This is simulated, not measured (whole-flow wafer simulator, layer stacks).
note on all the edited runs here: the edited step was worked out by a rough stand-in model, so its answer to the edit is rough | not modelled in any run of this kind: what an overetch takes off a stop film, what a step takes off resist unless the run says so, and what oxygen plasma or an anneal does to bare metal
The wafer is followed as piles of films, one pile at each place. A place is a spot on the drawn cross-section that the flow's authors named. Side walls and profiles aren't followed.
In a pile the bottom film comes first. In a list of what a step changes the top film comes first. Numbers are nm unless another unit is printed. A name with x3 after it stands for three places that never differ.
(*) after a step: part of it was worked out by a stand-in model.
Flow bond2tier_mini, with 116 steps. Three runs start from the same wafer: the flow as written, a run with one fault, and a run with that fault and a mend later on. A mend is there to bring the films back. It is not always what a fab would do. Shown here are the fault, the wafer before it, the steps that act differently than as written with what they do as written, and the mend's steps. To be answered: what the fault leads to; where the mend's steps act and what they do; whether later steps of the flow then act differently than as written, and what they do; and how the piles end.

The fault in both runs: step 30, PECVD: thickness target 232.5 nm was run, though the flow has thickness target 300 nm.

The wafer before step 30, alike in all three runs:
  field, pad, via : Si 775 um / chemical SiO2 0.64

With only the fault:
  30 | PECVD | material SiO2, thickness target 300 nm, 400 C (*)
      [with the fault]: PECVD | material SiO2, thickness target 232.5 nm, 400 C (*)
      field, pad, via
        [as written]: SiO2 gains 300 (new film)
        [with the fault]: SiO2 gains 232.5 (new film)
  Later steps of the flow that are run all act as written at every place that is followed.
  By the end, the piles at field, pad depart from the flow's by more than 2% or 0.5 nm, whichever is larger.
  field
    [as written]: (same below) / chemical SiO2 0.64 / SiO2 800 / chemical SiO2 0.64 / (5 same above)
    [with the fault]: (same below) / chemical SiO2 0.64 / SiO2 732.5 / chemical SiO2 0.64 / (5 same above)
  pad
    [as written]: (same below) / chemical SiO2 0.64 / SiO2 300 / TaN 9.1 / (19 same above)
    [with the fault]: (same below) / chemical SiO2 0.64 / SiO2 232.5 / TaN 9.1 / (19 same above)

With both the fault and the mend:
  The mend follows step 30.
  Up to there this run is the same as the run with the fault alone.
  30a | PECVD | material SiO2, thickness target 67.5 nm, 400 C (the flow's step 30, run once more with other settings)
      field, pad, via
        SiO2 gains 67.5
  Later steps of the flow that are run all act as written at every place that is followed.
  At every place that both follow, the piles at the end match the flow's.
